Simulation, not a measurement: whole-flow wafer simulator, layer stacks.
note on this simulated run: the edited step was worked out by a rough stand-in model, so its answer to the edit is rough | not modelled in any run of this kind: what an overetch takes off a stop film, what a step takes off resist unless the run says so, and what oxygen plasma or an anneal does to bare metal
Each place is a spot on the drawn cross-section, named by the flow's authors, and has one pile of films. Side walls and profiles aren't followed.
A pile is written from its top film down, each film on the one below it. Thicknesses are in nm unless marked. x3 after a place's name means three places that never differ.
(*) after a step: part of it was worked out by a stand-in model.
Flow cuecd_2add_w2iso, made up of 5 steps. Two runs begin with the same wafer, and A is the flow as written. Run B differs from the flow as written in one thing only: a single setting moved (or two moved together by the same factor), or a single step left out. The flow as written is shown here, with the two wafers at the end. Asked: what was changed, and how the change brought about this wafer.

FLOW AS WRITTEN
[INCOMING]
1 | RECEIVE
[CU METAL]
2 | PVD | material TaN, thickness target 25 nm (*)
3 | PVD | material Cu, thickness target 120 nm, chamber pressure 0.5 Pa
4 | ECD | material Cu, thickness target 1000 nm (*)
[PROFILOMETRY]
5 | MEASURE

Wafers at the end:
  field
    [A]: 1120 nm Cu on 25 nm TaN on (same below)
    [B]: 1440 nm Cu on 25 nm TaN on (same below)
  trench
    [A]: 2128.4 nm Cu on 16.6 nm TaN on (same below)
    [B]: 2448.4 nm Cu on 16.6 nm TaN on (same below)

What caused this: step 4, ECD: thickness target 1320 nm was run, though the flow has thickness target 1000 nm.

Step by step, how the change led to this:
  4 | ECD | material Cu, thickness target 1000 nm (*)
      field: A +1000 Cu | B +1320 Cu
      trench: A +2047.6 Cu | B +2367.6 Cu
